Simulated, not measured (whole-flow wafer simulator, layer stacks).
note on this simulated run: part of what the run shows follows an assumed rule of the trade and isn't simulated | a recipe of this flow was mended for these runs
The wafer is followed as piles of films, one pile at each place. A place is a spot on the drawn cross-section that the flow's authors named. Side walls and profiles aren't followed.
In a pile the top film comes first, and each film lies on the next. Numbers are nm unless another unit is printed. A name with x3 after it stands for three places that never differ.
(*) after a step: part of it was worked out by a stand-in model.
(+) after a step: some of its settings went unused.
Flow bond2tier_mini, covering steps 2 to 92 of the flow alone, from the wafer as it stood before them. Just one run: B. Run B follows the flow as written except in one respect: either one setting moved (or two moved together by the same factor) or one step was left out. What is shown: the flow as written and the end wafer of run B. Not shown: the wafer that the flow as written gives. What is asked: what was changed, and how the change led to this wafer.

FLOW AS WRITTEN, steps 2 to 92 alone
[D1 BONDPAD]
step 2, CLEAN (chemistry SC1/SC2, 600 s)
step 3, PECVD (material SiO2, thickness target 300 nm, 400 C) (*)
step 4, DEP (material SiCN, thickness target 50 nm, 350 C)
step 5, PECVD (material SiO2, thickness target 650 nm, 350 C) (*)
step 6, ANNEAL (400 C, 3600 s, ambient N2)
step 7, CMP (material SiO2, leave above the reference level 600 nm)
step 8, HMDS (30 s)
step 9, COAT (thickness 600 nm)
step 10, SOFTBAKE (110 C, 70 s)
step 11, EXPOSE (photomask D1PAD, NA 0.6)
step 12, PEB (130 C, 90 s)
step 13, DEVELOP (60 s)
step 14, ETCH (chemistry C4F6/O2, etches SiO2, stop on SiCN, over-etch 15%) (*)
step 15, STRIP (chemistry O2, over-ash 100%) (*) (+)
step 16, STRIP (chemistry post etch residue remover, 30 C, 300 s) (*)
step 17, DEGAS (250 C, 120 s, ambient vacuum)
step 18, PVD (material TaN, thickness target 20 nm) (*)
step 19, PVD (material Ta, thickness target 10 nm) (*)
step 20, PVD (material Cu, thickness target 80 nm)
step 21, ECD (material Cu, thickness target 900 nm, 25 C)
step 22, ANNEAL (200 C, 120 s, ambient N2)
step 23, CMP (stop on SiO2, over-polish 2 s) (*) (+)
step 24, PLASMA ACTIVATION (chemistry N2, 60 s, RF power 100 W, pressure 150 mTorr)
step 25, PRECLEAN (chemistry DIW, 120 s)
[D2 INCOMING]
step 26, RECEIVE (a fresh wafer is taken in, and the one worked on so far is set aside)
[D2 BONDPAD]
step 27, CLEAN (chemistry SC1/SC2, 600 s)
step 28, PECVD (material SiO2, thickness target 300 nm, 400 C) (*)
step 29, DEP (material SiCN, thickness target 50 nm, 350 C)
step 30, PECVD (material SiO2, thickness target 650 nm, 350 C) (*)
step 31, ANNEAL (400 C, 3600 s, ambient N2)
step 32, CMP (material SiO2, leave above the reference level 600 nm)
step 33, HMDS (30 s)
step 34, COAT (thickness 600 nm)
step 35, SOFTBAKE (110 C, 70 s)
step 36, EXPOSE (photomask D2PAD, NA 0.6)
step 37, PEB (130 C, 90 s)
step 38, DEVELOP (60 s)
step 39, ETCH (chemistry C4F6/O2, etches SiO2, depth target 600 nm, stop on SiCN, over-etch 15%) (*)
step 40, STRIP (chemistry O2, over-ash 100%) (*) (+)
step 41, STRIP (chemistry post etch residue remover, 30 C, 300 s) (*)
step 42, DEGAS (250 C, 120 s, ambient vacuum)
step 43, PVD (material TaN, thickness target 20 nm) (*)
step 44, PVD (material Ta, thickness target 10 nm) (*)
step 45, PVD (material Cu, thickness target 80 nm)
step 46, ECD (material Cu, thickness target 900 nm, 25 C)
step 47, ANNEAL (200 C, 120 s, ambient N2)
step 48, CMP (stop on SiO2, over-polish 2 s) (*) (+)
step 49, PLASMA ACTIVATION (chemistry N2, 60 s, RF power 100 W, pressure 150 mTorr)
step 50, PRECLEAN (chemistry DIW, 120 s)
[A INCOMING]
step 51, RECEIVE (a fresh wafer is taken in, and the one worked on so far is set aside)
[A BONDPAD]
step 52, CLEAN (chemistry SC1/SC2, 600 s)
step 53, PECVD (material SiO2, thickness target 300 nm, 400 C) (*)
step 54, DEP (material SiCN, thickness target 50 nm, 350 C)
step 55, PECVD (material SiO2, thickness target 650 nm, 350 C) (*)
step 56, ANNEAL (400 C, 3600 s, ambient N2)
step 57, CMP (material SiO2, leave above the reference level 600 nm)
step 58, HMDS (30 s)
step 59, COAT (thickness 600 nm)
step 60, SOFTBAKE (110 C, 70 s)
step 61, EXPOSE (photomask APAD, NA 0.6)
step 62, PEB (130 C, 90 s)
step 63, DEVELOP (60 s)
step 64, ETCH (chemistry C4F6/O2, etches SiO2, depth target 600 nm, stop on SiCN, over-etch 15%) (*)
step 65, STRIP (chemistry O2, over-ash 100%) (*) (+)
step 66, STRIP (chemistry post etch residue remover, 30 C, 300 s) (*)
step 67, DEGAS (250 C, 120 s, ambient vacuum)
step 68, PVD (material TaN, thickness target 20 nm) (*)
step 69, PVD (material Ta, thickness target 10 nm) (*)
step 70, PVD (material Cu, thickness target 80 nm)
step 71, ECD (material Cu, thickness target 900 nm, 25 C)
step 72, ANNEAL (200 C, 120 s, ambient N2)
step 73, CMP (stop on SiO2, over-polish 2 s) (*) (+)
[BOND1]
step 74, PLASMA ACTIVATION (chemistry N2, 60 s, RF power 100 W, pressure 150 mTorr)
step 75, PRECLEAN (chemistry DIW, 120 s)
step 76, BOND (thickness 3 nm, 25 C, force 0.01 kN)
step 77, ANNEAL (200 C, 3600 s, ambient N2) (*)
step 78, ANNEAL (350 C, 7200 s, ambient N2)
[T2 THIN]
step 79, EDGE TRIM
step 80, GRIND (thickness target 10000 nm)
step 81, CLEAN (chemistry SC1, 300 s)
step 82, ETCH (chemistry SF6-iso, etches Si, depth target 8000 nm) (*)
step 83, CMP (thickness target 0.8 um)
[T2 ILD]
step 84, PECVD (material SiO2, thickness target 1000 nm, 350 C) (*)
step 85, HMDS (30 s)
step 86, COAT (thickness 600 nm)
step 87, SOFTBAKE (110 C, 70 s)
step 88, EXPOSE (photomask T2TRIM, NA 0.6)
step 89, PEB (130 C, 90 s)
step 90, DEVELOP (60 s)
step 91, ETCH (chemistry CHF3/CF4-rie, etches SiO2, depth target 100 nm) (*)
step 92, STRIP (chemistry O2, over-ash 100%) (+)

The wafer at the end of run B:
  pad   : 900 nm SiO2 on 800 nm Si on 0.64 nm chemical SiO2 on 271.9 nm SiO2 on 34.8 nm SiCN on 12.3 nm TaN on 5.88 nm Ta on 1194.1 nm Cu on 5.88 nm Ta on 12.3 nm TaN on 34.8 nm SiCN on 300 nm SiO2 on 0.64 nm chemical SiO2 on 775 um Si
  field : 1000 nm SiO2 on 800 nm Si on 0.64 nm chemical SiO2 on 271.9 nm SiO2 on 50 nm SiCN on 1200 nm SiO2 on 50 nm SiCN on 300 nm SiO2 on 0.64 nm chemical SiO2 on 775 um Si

Cause: step 3, PECVD: thickness target 271.9 nm was run, while the flow as written has thickness target 300 nm.
The wafer lets one read it off: pad has SiO2 271.9, and step 3 as written asks for 300 nm.

How this came from the change, step by step:
  step 3, PECVD (material SiO2, thickness target 300 nm, 400 C) (*)
      field, pad, via: SiO2 gains 271.9 (new film) (it would be, as written: SiO2 gains 300 (new film))
  step 76, BOND (thickness 3 nm, 25 C, force 0.01 kN)
      field: Si gains 775 um (new film), chemical SiO2 gains 0.64 (new film), SiO2 gains 271.9 (new film), SiCN gains 50 (new film), SiO2 gains 600 (it would be, as written: Si gains 775 um (new film), chemical SiO2 gains 0.64 (new film), SiO2 gains 300 (new film), SiCN gains 50 (new film), SiO2 gains 600)
      pad: Si gains 775 um (new film), chemical SiO2 gains 0.64 (new film), SiO2 gains 271.9 (new film), SiCN gains 34.8 (new film), TaN gains 12.3 (new film), Ta gains 5.88 (new film), Cu gains 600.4 (it would be, as written: Si gains 775 um (new film), chemical SiO2 gains 0.64 (new film), SiO2 gains 300 (new film), SiCN gains 34.8 (new film), TaN gains 12.3 (new film), Ta gains 5.88 (new film), Cu gains 600.4)
      (as well as at 1 more place)
